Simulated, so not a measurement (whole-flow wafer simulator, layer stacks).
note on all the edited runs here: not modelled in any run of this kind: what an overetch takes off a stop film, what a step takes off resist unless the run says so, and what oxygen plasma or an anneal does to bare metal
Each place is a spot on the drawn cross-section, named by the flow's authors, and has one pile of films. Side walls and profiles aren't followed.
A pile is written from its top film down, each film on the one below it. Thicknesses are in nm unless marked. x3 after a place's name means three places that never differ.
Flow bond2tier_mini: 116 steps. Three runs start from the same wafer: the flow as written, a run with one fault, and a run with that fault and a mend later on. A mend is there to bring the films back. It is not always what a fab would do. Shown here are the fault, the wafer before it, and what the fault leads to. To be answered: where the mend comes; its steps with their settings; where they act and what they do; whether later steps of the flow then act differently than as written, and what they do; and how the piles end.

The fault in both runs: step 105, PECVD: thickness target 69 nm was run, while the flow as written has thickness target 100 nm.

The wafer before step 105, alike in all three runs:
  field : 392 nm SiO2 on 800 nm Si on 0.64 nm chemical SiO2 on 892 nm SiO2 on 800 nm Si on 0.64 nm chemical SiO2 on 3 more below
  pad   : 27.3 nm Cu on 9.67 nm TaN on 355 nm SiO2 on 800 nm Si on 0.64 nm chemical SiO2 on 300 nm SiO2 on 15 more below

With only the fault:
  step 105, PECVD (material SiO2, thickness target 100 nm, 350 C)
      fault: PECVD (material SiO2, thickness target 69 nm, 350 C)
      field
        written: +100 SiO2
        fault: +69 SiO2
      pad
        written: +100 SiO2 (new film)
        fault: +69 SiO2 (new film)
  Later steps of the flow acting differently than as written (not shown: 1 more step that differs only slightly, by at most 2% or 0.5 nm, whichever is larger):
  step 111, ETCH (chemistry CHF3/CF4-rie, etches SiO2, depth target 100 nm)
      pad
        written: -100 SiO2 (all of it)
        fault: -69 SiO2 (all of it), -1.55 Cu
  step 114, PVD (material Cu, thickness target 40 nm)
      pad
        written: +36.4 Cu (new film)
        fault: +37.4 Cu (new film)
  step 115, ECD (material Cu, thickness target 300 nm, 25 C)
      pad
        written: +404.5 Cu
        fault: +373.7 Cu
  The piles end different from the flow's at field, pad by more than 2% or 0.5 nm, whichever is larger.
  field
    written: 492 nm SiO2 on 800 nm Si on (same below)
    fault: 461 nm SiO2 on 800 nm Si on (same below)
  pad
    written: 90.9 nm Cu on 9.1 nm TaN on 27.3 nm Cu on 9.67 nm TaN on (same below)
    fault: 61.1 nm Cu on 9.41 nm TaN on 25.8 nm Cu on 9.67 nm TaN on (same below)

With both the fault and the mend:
  The mend follows step 105.
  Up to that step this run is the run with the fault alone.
  step 105a, PECVD (material SiO2, thickness target 31 nm, 350 C) (the flow's step 105, run once more with other settings)
      field, pad
        +31 SiO2
  Later steps of the flow that are run all act as written at every place that is followed.
  The piles end the same as the flow's at every place that both follow.
